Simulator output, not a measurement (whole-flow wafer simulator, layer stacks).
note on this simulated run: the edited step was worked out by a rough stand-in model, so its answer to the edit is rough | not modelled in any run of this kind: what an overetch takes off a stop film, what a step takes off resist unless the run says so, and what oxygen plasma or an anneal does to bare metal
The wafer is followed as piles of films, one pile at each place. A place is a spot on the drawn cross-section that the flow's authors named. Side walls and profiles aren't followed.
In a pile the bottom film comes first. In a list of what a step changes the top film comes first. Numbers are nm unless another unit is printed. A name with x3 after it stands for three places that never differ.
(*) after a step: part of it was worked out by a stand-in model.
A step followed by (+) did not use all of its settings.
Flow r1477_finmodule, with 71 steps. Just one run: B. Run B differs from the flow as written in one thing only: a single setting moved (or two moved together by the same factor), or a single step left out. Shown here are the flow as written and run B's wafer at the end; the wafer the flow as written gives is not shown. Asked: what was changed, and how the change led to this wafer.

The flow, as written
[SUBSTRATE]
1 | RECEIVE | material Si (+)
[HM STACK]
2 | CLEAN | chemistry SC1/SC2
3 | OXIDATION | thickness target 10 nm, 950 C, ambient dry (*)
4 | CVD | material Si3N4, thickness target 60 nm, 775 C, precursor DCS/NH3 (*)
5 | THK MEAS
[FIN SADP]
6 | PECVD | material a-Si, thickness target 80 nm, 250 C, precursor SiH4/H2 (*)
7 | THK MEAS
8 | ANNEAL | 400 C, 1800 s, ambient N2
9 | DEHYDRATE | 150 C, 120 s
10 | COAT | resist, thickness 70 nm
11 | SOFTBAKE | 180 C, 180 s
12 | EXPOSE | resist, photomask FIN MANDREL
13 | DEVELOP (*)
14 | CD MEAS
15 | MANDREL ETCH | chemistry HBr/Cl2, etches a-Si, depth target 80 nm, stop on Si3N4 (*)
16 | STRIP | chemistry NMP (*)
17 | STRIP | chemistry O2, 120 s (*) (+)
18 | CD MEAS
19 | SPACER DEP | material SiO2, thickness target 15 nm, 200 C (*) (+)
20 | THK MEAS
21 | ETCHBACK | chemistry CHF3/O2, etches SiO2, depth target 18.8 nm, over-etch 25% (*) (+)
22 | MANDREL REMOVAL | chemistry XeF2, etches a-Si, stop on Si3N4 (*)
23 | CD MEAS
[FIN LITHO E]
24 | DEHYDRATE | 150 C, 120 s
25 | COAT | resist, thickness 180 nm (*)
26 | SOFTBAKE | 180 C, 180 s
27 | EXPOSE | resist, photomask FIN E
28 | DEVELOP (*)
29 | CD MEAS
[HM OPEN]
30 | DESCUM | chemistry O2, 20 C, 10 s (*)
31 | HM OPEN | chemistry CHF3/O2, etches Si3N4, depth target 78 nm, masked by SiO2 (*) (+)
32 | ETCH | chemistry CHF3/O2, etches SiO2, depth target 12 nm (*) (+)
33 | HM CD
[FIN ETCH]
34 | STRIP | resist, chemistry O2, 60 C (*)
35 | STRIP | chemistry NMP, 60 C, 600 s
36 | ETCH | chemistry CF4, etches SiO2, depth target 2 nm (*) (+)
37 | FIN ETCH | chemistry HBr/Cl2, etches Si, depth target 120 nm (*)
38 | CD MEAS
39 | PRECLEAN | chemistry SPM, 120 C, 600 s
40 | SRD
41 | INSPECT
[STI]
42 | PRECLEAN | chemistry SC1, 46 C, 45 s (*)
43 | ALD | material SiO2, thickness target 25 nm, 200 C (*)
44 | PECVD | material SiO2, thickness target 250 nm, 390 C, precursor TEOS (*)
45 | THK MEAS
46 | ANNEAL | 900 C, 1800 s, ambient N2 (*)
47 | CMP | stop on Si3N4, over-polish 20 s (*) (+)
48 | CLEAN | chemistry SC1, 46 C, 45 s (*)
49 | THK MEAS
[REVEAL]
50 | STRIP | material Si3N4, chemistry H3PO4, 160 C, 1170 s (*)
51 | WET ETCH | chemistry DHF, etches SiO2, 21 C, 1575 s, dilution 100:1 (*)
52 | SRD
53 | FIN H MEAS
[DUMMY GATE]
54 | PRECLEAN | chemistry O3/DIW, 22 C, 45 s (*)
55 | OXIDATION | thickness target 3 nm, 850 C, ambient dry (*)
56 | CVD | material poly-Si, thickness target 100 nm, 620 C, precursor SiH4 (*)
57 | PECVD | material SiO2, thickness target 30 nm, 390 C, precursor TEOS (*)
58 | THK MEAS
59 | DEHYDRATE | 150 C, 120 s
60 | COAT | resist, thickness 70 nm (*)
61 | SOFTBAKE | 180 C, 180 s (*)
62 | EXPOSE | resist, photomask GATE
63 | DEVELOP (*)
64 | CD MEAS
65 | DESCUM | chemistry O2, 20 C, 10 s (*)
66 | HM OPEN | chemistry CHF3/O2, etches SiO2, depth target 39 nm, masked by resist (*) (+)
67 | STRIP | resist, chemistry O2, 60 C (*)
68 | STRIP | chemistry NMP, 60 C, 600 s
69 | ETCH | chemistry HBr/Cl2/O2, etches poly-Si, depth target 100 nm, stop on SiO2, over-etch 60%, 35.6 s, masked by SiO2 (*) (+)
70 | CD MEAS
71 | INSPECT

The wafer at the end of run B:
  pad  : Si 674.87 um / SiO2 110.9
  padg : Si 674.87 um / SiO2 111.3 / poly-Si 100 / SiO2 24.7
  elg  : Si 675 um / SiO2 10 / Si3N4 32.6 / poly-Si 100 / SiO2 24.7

What caused this: step 51, WET ETCH: 18.59 C was run, while the flow as written has 21 C.

Step by step, how the change led to this:
  51 | WET ETCH | chemistry DHF, etches SiO2, 21 C, 1575 s, dilution 100:1 (*)
      pad, padg, e40sg and 12 more: -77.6 SiO2 (as written it would have been: -85.7 SiO2)
      elg, e40lg, e100lg, e200lg, elo, e40lo, e100lo, e200lo: -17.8 SiO2 (all of it), -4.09 Si3N4 (as written it would have been: -17.8 SiO2 (all of it), -4.97 Si3N4)
      (and at 7 other places as well)
  56 | CVD | material poly-Si, thickness target 100 nm, 620 C, precursor SiH4 (*)
      s40cg, s40co: +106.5 poly-Si (new film) (as written it would have been: +113.9 poly-Si (new film))
      s45cg, s45co: +105.9 poly-Si (new film) (as written it would have been: +113.4 poly-Si (new film))
      (and at 3 other places as well)
  60 | COAT | resist, thickness 70 nm (*)
      e40sg, eso, e40so: +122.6 resist (new film) (as written it would have been: +129.5 resist (new film))
      e100sg, e100so: +122.6 resist (new film) (as written it would have been: +129.4 resist (new film))
      (and at 8 other places as well)
  63 | DEVELOP (*)
      eso, e40so: -122.6 resist (all of it) (as written it would have been: -129.5 resist (all of it))
      e100so: -122.6 resist (all of it) (as written it would have been: -129.4 resist (all of it))
      (and at 4 other places as well)
  67 | STRIP | resist, chemistry O2, 60 C (*)
      e40sg: -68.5 resist (all of it) (as written it would have been: -75.4 resist (all of it))
      e100sg: -68.5 resist (all of it) (as written it would have been: -75.3 resist (all of it))
      (and at 4 other places as well)
  69 | ETCH | chemistry HBr/Cl2/O2, etches poly-Si, depth target 100 nm, stop on SiO2, over-etch 60%, 35.6 s, masked by SiO2 (*) (+)
      s40co: -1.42 chemical SiO2 (all of it), -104 poly-Si (all of it), -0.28 SiO2 (as written it would have been: -1.46 chemical SiO2 (all of it), -111.5 poly-Si (all of it), -0.24 SiO2)
      s45co: -1.42 chemical SiO2 (all of it), -103.5 poly-Si (all of it), -0.28 SiO2 (as written it would have been: -1.46 chemical SiO2 (all of it), -110.9 poly-Si (all of it), -0.25 SiO2)
      (and at 1 other place as well)
